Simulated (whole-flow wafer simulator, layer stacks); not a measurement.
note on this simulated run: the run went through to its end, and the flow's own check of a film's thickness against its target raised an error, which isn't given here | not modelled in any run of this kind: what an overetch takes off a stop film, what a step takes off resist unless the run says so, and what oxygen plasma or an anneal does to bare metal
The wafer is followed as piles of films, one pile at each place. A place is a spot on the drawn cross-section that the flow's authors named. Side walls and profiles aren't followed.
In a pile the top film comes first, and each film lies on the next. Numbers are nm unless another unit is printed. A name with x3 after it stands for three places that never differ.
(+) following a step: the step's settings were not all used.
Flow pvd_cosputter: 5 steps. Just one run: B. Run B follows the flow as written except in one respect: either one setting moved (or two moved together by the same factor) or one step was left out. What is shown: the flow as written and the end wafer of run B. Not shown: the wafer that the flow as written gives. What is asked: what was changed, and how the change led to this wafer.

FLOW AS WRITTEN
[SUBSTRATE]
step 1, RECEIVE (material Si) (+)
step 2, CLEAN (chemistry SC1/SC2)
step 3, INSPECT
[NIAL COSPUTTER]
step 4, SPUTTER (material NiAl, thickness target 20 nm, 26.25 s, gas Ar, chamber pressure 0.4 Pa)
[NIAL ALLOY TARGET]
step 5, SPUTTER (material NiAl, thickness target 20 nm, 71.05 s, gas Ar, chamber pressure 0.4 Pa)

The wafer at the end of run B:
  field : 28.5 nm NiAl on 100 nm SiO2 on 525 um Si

Cause: step 4, SPUTTER: thickness target 8.5 nm was run, while the flow as written has thickness target 20 nm; step 4, SPUTTER: 11.16 s was run, where the flow has 26.25 s.

The path from the change to this, step by step:
  step 4, SPUTTER (material NiAl, thickness target 20 nm, 26.25 s, gas Ar, chamber pressure 0.4 Pa)
      field: NiAl gains 8.5 (new film) (in the flow as written it would be: NiAl gains 20 (new film))
